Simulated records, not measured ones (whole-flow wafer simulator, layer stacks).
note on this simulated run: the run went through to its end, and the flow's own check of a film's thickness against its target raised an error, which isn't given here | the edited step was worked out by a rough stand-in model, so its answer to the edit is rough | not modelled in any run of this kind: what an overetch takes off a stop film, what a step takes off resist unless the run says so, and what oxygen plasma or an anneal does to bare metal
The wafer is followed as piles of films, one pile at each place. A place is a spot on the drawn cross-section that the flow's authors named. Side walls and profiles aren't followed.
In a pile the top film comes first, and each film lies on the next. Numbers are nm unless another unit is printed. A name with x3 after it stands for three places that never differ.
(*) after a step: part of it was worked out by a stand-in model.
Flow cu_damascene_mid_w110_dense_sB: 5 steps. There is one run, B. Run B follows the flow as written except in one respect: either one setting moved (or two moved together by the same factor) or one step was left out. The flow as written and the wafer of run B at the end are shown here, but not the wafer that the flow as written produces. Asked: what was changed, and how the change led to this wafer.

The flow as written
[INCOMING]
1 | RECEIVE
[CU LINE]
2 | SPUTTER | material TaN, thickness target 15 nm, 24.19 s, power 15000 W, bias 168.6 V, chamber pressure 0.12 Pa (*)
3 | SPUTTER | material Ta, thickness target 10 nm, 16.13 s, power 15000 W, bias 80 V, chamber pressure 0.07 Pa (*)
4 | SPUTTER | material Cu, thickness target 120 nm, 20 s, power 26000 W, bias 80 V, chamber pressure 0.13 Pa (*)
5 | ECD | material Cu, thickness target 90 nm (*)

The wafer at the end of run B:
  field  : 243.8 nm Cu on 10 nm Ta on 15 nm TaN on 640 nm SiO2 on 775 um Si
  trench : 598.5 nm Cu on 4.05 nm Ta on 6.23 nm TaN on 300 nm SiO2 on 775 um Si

The reason: step 5, ECD: thickness target 123.8 nm was run, though the flow has thickness target 90 nm.

Step by step, how the change led to this:
  5 | ECD | material Cu, thickness target 90 nm (*)
      field: Cu gains 123.8 (as written it would have been: Cu gains 90)
      trench: Cu gains 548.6 (as written it would have been: Cu gains 514.8)
